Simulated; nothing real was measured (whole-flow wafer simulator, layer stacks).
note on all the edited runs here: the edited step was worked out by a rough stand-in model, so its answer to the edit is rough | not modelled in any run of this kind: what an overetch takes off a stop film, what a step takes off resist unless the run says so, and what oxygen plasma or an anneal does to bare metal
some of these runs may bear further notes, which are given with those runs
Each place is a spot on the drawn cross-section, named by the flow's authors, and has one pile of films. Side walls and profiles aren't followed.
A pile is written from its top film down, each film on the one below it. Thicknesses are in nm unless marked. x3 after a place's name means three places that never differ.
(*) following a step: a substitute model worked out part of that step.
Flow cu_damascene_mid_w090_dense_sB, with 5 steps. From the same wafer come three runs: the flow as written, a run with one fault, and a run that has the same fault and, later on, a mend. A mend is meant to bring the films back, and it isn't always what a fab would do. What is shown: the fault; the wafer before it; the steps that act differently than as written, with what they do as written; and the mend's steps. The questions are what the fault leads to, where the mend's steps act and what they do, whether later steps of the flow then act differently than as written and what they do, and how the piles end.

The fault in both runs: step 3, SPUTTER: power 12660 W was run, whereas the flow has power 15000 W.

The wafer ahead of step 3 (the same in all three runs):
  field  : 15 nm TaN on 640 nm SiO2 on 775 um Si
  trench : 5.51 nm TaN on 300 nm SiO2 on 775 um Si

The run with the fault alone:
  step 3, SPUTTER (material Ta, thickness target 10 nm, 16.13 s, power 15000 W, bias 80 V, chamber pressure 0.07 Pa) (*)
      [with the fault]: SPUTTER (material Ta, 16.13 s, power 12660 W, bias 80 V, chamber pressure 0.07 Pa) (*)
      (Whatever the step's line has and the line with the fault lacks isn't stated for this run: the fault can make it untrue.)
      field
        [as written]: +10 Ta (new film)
        [with the fault]: +8.44 Ta (new film)
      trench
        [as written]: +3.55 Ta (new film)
        [with the fault]: +2.88 Ta (new film)
  None of the later steps of the flow differs from how it acts as written, at any place that is followed, by more than 2% or 0.5 nm, whichever is larger.
  The piles end different from the flow's at field, trench by more than 2% or 0.5 nm, whichever is larger.
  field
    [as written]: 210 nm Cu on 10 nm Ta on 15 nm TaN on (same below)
    [with the fault]: 210 nm Cu on 8.44 nm Ta on 15 nm TaN on (same below)
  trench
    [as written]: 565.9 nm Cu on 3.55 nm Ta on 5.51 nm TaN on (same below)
    [with the fault]: 565 nm Cu on 2.88 nm Ta on 5.51 nm TaN on (same below)

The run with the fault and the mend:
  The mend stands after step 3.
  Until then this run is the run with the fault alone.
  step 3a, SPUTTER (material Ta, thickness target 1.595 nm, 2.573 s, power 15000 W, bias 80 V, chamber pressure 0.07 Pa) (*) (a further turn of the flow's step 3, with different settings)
      field
        +1.6 Ta
      trench
        +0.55 Ta
  None of the later steps of the flow differs from how it acts as written, at any place that is followed, by more than 2% or 0.5 nm, whichever is larger.
  At the end the piles are close to the flow's at the places that both follow, differing by at most 2% or 0.5 nm, whichever is larger.
